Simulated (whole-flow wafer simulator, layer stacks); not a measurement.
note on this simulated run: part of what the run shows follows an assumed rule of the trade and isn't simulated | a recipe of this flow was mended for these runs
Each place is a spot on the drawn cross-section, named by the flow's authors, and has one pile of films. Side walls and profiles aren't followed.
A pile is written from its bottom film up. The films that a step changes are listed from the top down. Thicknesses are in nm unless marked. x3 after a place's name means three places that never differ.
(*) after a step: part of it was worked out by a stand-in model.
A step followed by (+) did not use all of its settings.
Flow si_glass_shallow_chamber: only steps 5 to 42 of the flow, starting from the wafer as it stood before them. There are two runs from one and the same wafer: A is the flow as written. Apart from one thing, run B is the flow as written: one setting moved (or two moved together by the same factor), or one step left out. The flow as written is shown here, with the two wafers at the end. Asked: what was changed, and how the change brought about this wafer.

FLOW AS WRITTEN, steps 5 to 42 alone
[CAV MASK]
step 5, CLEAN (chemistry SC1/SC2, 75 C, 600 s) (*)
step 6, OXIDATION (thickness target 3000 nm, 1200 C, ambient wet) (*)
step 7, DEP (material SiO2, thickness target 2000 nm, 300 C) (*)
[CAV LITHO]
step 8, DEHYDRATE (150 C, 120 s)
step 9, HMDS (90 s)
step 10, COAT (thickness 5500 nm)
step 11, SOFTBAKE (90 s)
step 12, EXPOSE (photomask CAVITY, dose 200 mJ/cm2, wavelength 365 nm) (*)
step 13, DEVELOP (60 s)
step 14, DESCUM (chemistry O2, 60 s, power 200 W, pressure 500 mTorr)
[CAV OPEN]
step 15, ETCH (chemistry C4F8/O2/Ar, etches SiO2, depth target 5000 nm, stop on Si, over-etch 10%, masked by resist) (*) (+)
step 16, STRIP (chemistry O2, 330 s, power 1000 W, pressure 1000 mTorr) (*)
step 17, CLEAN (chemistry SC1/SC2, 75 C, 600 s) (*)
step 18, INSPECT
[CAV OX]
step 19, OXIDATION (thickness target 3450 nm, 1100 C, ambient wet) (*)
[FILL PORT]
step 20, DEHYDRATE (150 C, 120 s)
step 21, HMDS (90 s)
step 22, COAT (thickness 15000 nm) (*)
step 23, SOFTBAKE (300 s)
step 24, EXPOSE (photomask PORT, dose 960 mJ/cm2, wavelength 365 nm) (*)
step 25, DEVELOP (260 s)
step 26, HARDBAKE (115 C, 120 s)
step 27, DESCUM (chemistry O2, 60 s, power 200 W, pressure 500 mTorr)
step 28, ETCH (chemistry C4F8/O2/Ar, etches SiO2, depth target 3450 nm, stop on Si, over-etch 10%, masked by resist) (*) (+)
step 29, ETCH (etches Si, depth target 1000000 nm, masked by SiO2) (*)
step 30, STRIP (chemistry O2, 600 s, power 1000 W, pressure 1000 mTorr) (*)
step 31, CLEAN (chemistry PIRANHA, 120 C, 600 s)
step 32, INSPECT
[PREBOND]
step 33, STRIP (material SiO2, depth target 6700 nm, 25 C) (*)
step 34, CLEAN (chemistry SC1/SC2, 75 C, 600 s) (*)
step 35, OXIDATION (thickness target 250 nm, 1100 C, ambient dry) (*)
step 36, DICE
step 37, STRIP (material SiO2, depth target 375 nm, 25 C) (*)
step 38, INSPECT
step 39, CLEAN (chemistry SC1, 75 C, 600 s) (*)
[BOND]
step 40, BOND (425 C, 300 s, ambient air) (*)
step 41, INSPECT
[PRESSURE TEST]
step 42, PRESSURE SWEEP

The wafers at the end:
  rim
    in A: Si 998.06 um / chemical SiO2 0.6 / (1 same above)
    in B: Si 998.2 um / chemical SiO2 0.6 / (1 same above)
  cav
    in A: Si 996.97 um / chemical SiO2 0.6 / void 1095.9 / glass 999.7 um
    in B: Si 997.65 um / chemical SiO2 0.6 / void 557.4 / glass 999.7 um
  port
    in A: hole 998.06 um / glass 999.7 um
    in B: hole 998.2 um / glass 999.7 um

The reason: step 7, DEP: thickness target 4425 nm was run, while the flow as written has thickness target 2000 nm.

The path from the change to this, step by step:
  step 7, DEP (material SiO2, thickness target 2000 nm, 300 C) (*)
      rim, ramp, cav, port, septum, ring: A +2000 SiO2 | B +4425 SiO2
  step 15, ETCH (chemistry C4F8/O2/Ar, etches SiO2, depth target 5000 nm, stop on Si, over-etch 10%, masked by resist) (*) (+)
      cav, port: A -5000 SiO2 (all of it), -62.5 Si | B -5500 SiO2
  step 16, STRIP (chemistry O2, 330 s, power 1000 W, pressure 1000 mTorr) (*)
      cav, port: A +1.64 chemical SiO2 (new film), -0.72 Si | B nothing
  step 17, CLEAN (chemistry SC1/SC2, 75 C, 600 s) (*)
      cav, port: A -1.04 chemical SiO2, -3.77 Si | B -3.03 SiO2
  step 19, OXIDATION (thickness target 3450 nm, 1100 C, ambient wet) (*)
      cav, port: A +3450 SiO2 (new film), -0.6 chemical SiO2 (all of it), -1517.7 Si | B +2059.3 SiO2, -906.1 Si
      rim, ramp, septum, ring: A +1110.9 SiO2, -488.8 Si | B +792.5 SiO2, -348.7 Si
  step 22, COAT (thickness 15000 nm) (*)
      rim: A +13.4 um thick-i-line-resist (new film) | B +12.98 um thick-i-line-resist (new film)
      ramp: A +12.89 um thick-i-line-resist (new film) | B +12.33 um thick-i-line-resist (new film)
      (and at 4 other places as well)
  step 23, SOFTBAKE (300 s)
      rim: A -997 thick-i-line-resist | B -1293.1 thick-i-line-resist
      ramp: A -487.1 thick-i-line-resist | B -647.1 thick-i-line-resist
      (and at 4 other places as well)
  step 25, DEVELOP (260 s)
      port: A -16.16 um thick-i-line-resist (all of it) | B -16.48 um thick-i-line-resist (all of it)
  step 26, HARDBAKE (115 C, 120 s)
      rim, ramp: A -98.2 thick-i-line-resist | B -89.8 thick-i-line-resist
      cav: A -147.1 thick-i-line-resist | B -151.6 thick-i-line-resist
  step 28, ETCH (chemistry C4F8/O2/Ar, etches SiO2, depth target 3450 nm, stop on Si, over-etch 10%, masked by resist) (*) (+)
      port: A -3450 SiO2 (all of it), -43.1 Si | B -3795 SiO2
  step 29, ETCH (etches Si, depth target 1000000 nm, masked by SiO2) (*)
      port: A +997.05 um hole (new film), -997.05 um Si (all of it) | B +997.96 um hole (new film), -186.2 SiO2 (all of it), -997.77 um Si (all of it)
      rim, ramp: A -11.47 um thick-i-line-resist (all of it), -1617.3 SiO2 | B -10.77 um thick-i-line-resist (all of it), -1995.3 SiO2
      (and at 2 other places as well)
  step 30, STRIP (chemistry O2, 600 s, power 1000 W, pressure 1000 mTorr) (*)
      cav: A -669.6 thick-i-line-resist (all of it) | B -984.6 thick-i-line-resist (all of it)
  step 33, STRIP (material SiO2, depth target 6700 nm, 25 C) (*)
      rim, ramp: A -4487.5 SiO2 (all of it) | B -6216.1 SiO2 (all of it)
      cav: A -3450 SiO2 (all of it) | B -3981.2 SiO2 (all of it)
      (and at 2 other places as well)
  step 40, BOND (425 C, 300 s, ambient air) (*)
      cav: A +999.7 um glass (new film), +1095.9 void (new film) | B +999.7 um glass (new film), +557.4 void (new film)
      port: A +999.7 um glass (new film), +1017.3 hole | B +999.7 um glass (new film), +249.3 hole
